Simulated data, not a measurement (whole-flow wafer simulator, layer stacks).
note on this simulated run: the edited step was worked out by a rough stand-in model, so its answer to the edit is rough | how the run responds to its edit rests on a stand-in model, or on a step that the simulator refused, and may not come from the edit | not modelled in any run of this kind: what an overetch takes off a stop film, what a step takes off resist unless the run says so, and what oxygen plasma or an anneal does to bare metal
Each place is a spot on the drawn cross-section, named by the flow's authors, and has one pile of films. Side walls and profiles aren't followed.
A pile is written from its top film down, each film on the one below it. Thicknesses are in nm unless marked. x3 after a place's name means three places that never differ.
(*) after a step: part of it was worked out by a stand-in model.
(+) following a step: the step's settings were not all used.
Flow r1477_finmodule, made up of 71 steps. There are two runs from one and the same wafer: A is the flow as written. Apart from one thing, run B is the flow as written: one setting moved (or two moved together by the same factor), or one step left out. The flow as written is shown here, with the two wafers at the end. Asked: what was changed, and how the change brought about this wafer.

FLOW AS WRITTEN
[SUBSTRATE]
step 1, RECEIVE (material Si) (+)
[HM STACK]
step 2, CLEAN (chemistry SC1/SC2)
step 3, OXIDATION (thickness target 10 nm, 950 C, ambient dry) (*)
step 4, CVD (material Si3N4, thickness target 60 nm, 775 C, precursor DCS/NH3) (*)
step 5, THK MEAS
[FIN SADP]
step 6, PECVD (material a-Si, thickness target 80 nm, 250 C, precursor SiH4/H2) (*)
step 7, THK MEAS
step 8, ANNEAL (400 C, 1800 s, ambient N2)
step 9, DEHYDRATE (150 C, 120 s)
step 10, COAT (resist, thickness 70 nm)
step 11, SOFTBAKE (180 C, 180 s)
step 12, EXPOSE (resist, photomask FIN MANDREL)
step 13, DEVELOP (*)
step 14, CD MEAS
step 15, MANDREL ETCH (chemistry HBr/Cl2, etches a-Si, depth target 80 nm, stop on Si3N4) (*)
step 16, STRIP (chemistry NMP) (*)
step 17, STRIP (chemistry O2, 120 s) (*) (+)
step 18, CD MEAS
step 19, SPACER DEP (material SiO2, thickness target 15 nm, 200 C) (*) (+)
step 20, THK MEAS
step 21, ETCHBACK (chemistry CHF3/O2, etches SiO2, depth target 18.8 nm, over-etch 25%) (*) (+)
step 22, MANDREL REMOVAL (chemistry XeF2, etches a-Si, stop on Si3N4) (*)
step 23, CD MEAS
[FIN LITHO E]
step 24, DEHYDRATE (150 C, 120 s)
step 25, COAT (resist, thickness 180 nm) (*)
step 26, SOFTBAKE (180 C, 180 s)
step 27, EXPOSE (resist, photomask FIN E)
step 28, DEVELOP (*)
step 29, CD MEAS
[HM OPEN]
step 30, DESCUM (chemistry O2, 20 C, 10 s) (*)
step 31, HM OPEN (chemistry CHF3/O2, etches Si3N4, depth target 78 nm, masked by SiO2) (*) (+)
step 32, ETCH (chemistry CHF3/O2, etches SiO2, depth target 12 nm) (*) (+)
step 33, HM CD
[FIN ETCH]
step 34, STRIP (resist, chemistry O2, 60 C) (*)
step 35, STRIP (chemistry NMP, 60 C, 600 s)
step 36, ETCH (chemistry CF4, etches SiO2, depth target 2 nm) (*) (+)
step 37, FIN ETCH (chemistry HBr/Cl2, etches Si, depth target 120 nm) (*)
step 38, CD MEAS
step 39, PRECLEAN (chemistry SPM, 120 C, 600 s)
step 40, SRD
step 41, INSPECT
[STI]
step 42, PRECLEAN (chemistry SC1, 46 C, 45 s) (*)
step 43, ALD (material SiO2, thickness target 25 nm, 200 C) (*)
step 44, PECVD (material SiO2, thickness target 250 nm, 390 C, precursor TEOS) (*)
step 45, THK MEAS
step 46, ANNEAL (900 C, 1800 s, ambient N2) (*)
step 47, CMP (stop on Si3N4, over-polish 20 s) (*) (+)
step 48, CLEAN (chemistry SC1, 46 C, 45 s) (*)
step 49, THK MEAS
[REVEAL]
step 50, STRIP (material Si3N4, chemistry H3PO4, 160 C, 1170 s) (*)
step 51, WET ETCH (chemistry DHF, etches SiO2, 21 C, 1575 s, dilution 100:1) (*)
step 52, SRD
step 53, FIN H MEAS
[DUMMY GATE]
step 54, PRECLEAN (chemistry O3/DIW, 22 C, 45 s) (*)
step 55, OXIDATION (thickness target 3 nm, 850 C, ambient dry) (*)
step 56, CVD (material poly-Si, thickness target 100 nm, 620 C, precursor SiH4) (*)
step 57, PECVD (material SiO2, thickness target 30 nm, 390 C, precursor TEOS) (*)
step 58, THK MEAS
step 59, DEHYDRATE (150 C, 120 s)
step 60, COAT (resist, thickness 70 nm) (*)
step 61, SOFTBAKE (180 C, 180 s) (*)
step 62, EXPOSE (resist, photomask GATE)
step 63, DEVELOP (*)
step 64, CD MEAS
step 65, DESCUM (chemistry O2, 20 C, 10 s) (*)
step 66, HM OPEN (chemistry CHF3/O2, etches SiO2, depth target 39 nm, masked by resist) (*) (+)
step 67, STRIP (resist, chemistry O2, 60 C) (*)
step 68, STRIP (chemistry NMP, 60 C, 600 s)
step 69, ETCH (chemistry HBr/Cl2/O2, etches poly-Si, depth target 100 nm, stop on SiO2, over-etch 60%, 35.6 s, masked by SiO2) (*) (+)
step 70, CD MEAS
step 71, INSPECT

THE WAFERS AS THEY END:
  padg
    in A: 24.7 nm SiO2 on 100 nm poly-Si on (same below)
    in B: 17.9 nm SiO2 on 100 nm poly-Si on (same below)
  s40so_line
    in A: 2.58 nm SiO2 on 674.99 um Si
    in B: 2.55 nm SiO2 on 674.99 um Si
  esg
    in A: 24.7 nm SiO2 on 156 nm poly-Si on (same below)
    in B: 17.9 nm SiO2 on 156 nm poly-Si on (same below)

Cause: step 57, PECVD: thickness target 23.2 nm was run, whereas the flow has thickness target 30 nm.

How this came from the change, step by step:
  step 57, PECVD (material SiO2, thickness target 30 nm, 390 C, precursor TEOS) (*)
      pad, padg, elg and 33 more: A SiO2 gains 30 (new film) | B SiO2 gains 23.2 (new film)
  step 66, HM OPEN (chemistry CHF3/O2, etches SiO2, depth target 39 nm, masked by resist) (*) (+)
      pad, elo, eso and 15 more: A SiO2 loses 30 (all of it), poly-Si loses 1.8 | B SiO2 loses 23.2 (all of it), poly-Si loses 2.32
      padg, elg, esg and 12 more: A resist loses 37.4 | B resist loses 33.4
      (also at 3 further places)
  step 67, STRIP (resist, chemistry O2, 60 C) (*)
      padg, elg, esg: A resist loses 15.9 (all of it) | B resist loses 19.9 (all of it)
      e40lg, e100lg, e200lg: A resist loses 12.8 (all of it) | B resist loses 16.8 (all of it)
      (also at 12 further places)
